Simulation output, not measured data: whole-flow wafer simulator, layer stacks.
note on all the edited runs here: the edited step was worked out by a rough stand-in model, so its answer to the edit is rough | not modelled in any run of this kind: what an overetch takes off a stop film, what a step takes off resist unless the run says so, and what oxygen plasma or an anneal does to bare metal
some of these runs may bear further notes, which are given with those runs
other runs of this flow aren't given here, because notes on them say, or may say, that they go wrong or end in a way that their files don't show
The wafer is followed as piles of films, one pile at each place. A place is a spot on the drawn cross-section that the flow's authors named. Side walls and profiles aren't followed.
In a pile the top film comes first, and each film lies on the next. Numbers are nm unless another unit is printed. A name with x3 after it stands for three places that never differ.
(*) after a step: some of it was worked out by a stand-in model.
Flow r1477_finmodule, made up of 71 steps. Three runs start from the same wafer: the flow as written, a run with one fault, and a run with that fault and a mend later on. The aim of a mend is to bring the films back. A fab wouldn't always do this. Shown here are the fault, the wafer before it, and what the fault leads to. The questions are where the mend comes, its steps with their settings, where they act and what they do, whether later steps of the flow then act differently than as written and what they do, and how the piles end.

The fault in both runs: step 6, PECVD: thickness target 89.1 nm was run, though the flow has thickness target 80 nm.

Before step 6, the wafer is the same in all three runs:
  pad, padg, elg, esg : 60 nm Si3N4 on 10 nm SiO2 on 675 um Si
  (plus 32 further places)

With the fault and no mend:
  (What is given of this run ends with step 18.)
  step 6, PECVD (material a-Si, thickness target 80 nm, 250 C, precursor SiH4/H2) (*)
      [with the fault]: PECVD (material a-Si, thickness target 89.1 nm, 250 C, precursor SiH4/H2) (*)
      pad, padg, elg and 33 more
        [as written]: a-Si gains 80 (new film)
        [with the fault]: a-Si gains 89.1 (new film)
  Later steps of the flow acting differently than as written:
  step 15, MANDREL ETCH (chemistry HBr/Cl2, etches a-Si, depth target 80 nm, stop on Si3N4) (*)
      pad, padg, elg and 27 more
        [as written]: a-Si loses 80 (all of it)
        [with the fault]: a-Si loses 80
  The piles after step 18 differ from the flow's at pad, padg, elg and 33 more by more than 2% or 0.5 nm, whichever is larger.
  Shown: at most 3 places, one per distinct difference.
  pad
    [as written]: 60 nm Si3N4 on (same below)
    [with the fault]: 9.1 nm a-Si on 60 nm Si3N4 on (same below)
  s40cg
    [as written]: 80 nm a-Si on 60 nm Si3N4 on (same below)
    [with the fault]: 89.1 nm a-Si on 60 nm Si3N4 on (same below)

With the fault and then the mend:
  The mend follows step 7.
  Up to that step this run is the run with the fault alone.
  step 7a, ETCH (chemistry tmah, depth target 102.5 nm)
      pad, padg, elg and 33 more
        a-Si loses 89.1 (all of it)
  step 7b, PECVD (material a-Si, thickness target 80 nm, 250 C, precursor SiH4/H2) (*) (the flow's step 6 again)
      pad, padg, elg and 33 more
        a-Si gains 80 (new film)
  Every later step of the flow that is run acts as written at every place that is followed.
  The piles end the same as the flow's at every place that both follow.
